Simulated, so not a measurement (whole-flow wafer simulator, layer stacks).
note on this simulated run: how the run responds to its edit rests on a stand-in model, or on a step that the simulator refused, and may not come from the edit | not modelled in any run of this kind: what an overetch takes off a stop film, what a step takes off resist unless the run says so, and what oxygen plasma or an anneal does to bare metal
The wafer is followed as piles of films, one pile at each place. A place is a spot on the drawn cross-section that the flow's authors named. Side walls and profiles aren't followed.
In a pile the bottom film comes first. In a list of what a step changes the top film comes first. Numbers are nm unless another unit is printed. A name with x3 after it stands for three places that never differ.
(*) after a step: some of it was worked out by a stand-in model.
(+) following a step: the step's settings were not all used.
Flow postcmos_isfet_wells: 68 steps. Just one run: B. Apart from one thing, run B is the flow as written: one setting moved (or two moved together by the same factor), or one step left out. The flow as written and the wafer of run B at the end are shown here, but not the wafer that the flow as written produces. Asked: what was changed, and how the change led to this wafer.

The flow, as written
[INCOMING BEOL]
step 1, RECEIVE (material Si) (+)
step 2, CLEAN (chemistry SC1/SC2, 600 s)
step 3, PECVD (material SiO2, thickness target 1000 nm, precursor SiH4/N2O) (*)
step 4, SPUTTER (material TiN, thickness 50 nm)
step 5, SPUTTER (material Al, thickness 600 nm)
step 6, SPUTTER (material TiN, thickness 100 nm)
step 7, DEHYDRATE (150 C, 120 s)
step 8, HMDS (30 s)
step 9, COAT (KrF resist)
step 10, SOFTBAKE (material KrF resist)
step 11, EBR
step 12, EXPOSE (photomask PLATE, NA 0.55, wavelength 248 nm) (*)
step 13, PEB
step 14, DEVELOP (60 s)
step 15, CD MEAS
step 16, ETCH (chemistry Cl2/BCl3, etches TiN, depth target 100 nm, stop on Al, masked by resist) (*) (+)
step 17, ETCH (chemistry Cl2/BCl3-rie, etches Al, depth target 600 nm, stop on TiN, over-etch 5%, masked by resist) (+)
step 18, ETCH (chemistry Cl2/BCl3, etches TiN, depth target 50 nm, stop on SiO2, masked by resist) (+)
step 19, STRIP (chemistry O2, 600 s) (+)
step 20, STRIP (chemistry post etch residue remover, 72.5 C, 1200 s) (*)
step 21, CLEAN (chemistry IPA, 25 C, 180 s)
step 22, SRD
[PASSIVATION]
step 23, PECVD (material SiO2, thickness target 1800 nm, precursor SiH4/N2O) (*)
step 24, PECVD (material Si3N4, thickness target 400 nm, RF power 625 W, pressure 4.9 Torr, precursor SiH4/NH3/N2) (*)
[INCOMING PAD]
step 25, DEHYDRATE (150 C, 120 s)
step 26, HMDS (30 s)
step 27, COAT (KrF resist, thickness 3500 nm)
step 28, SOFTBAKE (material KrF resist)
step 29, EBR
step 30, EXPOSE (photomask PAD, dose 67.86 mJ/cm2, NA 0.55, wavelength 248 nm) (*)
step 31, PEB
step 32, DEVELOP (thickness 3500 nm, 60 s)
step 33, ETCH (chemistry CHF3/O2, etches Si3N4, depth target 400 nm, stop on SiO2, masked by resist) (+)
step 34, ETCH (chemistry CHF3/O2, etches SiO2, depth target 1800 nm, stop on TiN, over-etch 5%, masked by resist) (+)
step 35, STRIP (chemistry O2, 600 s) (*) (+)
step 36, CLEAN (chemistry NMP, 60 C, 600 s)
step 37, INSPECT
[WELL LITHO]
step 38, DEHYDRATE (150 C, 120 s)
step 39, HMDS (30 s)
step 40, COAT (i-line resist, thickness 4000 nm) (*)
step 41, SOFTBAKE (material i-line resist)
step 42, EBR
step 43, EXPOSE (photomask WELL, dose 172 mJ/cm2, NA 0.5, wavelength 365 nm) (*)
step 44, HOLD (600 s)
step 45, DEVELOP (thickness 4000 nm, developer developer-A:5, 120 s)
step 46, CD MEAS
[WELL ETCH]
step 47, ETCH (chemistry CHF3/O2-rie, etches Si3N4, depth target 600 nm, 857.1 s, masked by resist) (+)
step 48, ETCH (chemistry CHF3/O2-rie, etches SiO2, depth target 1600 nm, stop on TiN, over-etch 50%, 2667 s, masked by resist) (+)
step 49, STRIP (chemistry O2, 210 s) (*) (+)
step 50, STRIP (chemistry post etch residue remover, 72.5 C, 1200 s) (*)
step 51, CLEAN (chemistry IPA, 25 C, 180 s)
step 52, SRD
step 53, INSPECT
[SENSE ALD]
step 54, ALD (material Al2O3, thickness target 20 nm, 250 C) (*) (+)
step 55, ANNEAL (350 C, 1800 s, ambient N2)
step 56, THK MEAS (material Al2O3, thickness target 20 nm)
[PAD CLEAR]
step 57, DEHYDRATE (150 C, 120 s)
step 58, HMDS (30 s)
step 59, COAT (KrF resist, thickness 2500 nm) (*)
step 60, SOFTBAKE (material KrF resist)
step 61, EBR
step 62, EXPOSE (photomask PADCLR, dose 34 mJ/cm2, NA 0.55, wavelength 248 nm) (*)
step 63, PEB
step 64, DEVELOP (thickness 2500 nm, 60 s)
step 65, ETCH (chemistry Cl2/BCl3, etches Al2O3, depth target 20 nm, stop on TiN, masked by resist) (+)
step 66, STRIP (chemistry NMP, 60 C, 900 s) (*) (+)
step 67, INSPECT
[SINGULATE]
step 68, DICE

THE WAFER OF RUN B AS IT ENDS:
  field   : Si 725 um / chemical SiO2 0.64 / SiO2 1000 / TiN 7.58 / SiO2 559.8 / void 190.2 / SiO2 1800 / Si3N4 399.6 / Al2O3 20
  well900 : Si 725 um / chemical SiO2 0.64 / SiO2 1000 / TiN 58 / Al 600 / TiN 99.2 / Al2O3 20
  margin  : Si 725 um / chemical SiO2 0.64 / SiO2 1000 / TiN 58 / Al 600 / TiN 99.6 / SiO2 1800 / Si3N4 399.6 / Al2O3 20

Cause: step 4, SPUTTER: thickness 58 nm was run, while the flow as written has thickness 50 nm.
One can read it off the wafer: well900 has TiN 58, and step 4 as written asks for 50 nm.

The path from the change to this, step by step:
  step 4, SPUTTER (material TiN, thickness 50 nm)
      field, margin, well900, well1300 x3, pad_rim, pad_clr, pad_open: TiN gains 58 (new film) (in the flow as written it would be: TiN gains 50 (new film))
  step 18, ETCH (chemistry Cl2/BCl3, etches TiN, depth target 50 nm, stop on SiO2, masked by resist) (+)
      field: TiN loses 50 (in the flow as written it would be: TiN loses 50 (all of it))
  step 23, PECVD (material SiO2, thickness target 1800 nm, precursor SiH4/N2O) (*)
      field: SiO2 gains 1800 (new film), void gains 190.2 (new film), SiO2 gains 559.8 (new film) (in the flow as written it would be: SiO2 gains 1800 (new film), void gains 189.9 (new film), SiO2 gains 559.7)
If metal films that touch count as one body, field has 1 body; the flow as written gives 0 bodies.
